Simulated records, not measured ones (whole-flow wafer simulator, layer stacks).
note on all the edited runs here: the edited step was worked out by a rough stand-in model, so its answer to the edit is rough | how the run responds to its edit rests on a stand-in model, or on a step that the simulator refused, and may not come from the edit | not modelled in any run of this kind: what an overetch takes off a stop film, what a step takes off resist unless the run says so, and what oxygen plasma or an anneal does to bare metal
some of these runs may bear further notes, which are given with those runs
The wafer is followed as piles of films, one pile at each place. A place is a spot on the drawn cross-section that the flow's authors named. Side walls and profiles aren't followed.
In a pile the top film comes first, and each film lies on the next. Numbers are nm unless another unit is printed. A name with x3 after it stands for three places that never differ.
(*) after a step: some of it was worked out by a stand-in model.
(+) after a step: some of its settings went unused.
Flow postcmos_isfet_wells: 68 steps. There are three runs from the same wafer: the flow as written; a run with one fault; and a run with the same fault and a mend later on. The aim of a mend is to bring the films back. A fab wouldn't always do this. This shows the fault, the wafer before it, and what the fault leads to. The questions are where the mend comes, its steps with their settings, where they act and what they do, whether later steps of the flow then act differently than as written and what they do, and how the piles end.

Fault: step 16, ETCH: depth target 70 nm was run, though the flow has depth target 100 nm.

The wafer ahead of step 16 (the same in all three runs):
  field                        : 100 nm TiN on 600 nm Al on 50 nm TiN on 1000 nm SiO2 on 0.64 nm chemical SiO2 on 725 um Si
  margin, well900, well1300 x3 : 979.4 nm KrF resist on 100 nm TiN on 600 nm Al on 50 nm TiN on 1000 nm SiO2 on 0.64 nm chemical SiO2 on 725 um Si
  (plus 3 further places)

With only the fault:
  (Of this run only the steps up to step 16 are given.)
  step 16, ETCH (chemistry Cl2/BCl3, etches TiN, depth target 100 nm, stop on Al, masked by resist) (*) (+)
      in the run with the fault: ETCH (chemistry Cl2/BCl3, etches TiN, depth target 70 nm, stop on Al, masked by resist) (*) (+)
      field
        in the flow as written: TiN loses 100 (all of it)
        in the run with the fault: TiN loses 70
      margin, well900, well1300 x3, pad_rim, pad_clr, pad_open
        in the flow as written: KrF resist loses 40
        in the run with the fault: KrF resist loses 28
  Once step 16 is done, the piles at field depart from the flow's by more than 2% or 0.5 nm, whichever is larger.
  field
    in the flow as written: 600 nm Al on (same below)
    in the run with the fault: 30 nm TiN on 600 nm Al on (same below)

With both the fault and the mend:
  The mend stands after step 16.
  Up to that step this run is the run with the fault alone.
  step 16a, ETCH (chemistry Cl2/BCl3, etches TiN, depth target 30 nm, stop on Al, masked by resist) (the flow's step 16 again, with other settings)
      margin, well900, well1300 x3, pad_rim, pad_clr, pad_open
        KrF resist loses 12
      field
        TiN loses 30 (all of it)
  Later steps of the flow that are run all act as written at every place that is followed.
  At every place that both follow, the piles at the end match the flow's.
